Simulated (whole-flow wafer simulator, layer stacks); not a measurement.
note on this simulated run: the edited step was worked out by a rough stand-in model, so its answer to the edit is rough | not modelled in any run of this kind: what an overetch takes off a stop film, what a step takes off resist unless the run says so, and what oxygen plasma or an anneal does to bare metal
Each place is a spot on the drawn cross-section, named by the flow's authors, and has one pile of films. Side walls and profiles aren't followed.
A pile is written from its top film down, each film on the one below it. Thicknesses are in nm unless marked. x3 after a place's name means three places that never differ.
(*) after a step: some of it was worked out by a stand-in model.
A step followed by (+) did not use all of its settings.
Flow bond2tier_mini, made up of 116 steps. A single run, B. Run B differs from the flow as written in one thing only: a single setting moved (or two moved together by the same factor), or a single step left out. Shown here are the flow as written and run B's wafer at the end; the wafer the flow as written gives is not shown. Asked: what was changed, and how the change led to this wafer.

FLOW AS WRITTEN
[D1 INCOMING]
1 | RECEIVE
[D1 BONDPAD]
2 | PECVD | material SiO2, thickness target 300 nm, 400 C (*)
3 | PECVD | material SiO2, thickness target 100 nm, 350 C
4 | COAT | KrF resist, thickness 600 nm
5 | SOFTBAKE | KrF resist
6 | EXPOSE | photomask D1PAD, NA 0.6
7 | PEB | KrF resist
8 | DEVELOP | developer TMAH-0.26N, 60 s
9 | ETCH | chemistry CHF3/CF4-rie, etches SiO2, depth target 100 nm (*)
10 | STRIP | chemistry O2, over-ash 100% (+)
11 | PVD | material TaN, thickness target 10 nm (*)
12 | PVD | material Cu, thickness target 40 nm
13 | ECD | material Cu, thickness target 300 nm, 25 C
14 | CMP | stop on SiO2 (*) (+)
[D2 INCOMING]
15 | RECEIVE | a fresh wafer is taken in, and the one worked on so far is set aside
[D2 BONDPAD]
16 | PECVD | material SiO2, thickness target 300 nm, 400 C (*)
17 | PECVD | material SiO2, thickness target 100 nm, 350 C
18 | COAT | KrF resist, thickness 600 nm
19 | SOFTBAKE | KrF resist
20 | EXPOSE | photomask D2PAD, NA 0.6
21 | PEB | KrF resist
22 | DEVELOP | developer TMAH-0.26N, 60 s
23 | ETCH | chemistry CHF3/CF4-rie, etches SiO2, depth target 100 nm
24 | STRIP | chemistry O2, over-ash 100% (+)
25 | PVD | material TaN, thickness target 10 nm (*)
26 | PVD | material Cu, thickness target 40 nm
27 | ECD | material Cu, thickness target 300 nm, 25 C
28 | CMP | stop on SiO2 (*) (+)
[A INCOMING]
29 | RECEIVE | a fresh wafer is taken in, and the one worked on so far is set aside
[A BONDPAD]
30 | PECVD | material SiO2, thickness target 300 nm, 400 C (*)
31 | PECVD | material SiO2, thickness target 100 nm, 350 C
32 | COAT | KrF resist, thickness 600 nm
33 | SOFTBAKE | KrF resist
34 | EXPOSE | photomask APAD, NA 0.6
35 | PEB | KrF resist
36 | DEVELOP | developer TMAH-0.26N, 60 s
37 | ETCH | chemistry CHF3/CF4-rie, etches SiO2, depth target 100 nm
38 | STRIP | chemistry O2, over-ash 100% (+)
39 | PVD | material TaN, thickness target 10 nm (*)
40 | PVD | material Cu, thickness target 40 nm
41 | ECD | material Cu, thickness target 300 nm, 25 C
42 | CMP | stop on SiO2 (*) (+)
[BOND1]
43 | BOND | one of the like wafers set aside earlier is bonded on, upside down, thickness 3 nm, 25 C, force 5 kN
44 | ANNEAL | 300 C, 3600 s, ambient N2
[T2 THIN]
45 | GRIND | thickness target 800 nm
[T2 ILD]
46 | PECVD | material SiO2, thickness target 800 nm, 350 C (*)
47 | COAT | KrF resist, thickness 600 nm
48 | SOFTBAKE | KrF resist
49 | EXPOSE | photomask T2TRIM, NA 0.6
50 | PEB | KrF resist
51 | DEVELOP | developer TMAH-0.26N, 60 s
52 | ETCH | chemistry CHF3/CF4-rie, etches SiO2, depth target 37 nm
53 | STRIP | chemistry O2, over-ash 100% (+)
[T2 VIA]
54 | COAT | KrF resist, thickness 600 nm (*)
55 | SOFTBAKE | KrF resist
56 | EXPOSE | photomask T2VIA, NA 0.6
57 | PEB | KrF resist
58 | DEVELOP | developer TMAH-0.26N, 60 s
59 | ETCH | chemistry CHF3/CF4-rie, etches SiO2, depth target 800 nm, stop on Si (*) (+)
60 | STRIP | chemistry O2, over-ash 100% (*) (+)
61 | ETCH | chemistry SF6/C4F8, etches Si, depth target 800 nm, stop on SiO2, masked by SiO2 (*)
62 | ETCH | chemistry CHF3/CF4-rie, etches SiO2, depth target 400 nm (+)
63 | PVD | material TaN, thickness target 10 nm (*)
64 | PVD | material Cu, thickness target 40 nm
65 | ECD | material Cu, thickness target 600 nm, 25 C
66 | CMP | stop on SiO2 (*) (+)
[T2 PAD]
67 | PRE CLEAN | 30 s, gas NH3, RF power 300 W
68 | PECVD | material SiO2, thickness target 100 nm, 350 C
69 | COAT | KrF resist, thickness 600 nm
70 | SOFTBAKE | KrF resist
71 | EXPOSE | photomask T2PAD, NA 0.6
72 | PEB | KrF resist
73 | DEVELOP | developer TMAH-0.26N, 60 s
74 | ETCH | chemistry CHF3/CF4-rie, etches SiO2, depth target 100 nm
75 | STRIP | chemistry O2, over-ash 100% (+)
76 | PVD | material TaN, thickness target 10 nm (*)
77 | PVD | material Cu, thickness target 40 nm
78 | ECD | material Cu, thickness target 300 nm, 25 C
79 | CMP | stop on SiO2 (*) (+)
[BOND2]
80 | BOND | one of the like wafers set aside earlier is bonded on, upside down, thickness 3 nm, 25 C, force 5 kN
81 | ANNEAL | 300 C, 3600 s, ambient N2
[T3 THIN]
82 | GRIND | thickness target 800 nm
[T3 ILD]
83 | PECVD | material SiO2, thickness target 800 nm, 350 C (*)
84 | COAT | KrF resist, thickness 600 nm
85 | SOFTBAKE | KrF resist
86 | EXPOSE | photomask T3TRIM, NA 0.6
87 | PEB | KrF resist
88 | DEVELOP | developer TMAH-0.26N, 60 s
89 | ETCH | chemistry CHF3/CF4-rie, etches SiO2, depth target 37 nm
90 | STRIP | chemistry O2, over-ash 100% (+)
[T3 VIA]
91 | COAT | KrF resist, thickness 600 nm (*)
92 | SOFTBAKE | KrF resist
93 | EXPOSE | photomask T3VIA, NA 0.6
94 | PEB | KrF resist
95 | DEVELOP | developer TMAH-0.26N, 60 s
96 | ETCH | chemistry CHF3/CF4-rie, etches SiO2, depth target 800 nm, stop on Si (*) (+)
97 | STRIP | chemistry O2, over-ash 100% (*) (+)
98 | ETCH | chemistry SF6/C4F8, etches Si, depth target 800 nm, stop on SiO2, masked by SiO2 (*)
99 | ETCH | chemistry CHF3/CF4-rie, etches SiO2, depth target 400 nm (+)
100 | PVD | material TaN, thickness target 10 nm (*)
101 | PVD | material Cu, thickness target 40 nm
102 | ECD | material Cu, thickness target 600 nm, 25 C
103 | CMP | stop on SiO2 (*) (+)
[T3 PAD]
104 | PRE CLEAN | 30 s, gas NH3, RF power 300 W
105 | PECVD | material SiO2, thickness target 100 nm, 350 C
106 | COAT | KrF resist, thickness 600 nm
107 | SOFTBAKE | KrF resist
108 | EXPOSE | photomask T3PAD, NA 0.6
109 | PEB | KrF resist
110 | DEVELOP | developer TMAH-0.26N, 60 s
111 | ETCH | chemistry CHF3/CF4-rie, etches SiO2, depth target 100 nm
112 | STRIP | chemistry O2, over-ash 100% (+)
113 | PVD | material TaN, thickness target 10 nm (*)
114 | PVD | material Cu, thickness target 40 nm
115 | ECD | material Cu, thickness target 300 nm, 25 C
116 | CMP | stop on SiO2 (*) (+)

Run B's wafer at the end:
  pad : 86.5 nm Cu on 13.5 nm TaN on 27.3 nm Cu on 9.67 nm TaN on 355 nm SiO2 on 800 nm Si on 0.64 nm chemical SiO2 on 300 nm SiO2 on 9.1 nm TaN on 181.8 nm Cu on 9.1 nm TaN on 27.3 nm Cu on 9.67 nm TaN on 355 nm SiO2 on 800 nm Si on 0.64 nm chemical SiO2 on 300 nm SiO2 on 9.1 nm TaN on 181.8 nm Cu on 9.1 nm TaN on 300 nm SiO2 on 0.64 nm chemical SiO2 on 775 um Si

The reason: step 113, PVD: thickness target 14.8 nm was run, while the flow as written has thickness target 10 nm.

How this came from the change, step by step:
  113 | PVD | material TaN, thickness target 10 nm (*)
      field: TaN gains 14.8 (new film) (in the flow as written it would be: TaN gains 10 (new film))
      pad: TaN gains 13.5 (new film) (in the flow as written it would be: TaN gains 9.1 (new film))
  116 | CMP | stop on SiO2 (*) (+)
      field: Cu loses 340 (all of it), TaN loses 14.8 (all of it) (in the flow as written it would be: Cu loses 340 (all of it), TaN loses 10 (all of it))
